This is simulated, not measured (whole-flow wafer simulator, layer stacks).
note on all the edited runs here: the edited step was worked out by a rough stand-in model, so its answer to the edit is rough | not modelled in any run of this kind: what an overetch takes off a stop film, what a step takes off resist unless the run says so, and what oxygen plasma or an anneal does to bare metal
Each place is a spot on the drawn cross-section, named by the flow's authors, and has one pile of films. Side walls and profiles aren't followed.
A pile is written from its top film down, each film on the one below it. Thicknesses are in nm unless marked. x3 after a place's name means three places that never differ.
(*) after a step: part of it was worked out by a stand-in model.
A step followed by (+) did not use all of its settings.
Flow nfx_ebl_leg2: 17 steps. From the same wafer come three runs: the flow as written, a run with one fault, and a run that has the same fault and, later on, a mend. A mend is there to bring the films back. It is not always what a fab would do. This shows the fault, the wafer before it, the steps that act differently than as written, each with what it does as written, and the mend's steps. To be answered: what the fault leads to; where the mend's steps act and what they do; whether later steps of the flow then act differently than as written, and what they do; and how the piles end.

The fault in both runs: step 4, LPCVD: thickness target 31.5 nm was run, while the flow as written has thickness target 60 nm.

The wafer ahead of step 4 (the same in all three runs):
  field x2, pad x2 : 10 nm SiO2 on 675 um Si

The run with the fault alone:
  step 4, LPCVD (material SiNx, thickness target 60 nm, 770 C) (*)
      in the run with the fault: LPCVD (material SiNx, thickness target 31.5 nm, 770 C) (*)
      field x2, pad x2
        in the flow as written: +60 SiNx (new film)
        in the run with the fault: +31.5 SiNx (new film)
  Steps further on in the flow that do not act as written:
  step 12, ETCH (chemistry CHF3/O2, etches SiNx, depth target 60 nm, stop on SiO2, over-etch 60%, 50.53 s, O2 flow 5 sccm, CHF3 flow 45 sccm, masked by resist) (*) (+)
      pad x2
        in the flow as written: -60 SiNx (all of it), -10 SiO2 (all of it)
        in the run with the fault: -31.5 SiNx (all of it), -10 SiO2 (all of it)
  The piles end different from the flow's at field x2 by more than 2% or 0.5 nm, whichever is larger.
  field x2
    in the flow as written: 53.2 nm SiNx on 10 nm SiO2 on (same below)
    in the run with the fault: 24.7 nm SiNx on 10 nm SiO2 on (same below)

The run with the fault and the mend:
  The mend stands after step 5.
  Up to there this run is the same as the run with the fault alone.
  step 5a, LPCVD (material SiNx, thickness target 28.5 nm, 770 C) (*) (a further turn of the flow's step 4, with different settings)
      field x2, pad x2
        +28.5 SiNx
  None of the later steps of the flow acts differently than as written at any place that is followed.
  At every place that both follow, the piles at the end match the flow's.
